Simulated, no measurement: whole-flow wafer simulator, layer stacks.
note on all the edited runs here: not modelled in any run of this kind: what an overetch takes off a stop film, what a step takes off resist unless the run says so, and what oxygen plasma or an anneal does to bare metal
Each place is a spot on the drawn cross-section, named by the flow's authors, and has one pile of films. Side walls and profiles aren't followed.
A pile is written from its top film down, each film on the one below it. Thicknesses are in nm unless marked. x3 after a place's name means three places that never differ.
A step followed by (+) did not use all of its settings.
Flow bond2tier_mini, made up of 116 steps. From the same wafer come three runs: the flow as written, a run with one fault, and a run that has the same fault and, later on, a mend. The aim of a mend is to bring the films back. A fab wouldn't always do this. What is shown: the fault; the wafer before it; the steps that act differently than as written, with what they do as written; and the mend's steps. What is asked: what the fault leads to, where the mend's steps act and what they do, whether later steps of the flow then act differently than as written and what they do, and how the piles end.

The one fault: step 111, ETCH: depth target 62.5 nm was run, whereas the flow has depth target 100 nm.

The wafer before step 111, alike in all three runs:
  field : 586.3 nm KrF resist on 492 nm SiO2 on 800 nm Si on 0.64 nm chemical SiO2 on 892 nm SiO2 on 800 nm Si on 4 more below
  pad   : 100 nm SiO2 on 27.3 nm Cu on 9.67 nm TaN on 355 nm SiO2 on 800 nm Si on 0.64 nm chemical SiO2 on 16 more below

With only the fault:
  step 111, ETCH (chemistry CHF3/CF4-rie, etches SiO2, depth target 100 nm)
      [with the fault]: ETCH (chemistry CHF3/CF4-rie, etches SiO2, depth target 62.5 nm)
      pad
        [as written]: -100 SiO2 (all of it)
        [with the fault]: -62.5 SiO2
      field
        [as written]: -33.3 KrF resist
        [with the fault]: -20.8 KrF resist
  Steps later in the flow that act otherwise than as written (1 other step is not shown; it differs only slightly, by no more than 2% or 0.5 nm, whichever is larger):
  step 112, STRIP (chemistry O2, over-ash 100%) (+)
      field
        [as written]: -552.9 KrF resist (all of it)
        [with the fault]: -565.4 KrF resist (all of it)
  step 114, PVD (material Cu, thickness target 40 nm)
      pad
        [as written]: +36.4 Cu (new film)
        [with the fault]: +37.7 Cu (new film)
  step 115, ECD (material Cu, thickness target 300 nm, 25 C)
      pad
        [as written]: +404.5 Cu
        [with the fault]: +365.3 Cu
  By the end, the piles at pad depart from the flow's by more than 2% or 0.5 nm, whichever is larger.
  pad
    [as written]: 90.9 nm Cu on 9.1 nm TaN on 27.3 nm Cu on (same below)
    [with the fault]: 53.1 nm Cu on 9.44 nm TaN on 37.5 nm SiO2 on 27.3 nm Cu on (same below)

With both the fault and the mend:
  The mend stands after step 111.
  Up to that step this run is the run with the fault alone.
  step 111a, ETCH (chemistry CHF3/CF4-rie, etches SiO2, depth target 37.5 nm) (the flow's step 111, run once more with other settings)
      field
        -12.5 KrF resist
      pad
        -37.5 SiO2 (all of it)
  Every later step of the flow that is run acts as written at every place that is followed.
  By the end, the piles equal the flow's at every place that both follow.
